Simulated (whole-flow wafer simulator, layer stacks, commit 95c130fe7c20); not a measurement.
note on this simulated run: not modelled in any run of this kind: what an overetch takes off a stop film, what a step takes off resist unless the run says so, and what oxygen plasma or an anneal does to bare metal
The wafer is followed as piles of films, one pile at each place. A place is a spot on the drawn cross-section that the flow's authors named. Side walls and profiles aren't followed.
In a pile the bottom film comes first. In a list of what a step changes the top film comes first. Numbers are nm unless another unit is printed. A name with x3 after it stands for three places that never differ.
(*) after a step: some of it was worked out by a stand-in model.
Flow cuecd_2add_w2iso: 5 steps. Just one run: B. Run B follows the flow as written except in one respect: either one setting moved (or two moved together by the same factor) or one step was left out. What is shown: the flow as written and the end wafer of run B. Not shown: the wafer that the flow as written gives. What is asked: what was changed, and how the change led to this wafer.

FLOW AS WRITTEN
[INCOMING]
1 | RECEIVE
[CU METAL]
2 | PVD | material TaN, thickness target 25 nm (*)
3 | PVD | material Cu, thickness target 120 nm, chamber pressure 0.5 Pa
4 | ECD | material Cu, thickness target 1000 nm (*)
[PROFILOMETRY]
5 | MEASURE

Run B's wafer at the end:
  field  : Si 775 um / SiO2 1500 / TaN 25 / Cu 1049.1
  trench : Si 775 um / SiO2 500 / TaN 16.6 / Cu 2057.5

The reason: step 3, PVD: thickness target 49.1 nm was run, though the flow has thickness target 120 nm.

Step by step, how the change led to this:
  3 | PVD | material Cu, thickness target 120 nm, chamber pressure 0.5 Pa
      field: +49.1 Cu (new film) (as written it would have been: +120 Cu (new film))
      trench: +33.2 Cu (new film) (as written it would have been: +80.8 Cu (new film))
